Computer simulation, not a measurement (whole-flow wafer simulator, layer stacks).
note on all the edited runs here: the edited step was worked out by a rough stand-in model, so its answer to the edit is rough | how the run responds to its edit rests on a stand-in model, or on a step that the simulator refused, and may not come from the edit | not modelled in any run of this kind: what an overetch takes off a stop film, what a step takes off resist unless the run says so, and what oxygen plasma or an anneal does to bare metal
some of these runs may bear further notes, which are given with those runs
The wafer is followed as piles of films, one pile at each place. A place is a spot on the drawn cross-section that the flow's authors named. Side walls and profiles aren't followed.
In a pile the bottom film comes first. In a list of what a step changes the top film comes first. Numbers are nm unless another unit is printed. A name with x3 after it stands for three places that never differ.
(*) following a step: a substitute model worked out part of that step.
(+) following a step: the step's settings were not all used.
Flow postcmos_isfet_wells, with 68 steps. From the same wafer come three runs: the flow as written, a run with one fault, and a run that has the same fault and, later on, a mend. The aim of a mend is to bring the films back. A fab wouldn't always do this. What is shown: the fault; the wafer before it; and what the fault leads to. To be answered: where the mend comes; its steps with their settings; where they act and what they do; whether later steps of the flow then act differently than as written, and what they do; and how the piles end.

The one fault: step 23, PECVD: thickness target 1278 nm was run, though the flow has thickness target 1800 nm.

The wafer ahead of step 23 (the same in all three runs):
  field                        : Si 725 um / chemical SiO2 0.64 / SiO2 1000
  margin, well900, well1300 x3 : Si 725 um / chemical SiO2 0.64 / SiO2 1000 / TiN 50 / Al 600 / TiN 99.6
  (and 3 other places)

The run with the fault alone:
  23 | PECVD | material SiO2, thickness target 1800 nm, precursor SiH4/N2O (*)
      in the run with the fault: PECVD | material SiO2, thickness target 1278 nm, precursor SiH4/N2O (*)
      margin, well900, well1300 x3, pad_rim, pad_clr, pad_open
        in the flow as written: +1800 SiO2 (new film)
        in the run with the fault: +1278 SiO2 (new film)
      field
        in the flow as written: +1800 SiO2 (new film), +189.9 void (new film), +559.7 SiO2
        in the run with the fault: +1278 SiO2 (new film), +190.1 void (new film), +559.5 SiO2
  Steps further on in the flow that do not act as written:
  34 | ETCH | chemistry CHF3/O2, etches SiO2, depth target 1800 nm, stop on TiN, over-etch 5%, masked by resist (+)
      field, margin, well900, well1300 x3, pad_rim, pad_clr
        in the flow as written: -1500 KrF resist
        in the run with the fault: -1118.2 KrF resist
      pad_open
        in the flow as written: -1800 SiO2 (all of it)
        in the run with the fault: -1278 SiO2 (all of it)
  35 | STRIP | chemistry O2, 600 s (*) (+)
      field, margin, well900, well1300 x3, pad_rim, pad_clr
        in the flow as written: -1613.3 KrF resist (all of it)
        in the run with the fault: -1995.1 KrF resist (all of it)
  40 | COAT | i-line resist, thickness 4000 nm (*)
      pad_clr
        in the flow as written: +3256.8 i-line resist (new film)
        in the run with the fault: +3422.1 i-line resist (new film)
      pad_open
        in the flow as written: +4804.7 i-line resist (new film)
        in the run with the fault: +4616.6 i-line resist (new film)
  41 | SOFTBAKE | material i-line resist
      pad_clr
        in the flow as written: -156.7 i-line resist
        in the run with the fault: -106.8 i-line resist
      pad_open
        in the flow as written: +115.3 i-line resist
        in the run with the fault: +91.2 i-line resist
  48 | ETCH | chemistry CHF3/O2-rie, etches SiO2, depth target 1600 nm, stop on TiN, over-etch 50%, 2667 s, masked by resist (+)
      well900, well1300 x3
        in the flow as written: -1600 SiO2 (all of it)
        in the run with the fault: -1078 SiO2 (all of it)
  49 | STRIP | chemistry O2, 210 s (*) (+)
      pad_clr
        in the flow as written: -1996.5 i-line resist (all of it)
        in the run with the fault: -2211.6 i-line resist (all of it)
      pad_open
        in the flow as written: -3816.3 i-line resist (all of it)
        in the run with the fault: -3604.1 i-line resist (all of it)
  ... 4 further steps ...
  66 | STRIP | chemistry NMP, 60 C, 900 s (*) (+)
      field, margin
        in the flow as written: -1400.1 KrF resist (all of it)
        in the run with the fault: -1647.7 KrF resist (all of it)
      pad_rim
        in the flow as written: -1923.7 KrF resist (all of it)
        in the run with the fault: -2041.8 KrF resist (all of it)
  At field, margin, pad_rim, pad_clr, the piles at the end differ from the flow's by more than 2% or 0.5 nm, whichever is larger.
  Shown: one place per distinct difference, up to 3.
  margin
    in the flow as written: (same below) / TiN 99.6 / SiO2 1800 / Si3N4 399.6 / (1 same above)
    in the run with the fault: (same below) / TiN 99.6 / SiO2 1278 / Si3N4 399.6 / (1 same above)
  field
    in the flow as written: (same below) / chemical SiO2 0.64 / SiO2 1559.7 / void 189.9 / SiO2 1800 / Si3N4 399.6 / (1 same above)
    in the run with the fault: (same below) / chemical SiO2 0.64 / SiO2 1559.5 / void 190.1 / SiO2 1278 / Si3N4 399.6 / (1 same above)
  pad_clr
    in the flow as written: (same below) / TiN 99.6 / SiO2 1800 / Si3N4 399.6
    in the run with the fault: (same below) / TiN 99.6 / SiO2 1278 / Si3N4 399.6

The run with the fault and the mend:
  The mend stands after step 23.
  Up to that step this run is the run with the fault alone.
  23a | PECVD | material SiO2, thickness target 522 nm, precursor SiH4/N2O (*) (the flow's step 23, run once more with other settings)
      field, margin, well900, well1300 x3, pad_rim, pad_clr, pad_open
        +522 SiO2
  Every later step of the flow that is run acts as written at every place that is followed.
  The piles end only slightly different from the flow's at the places that both follow, by no more than 2% or 0.5 nm, whichever is larger.
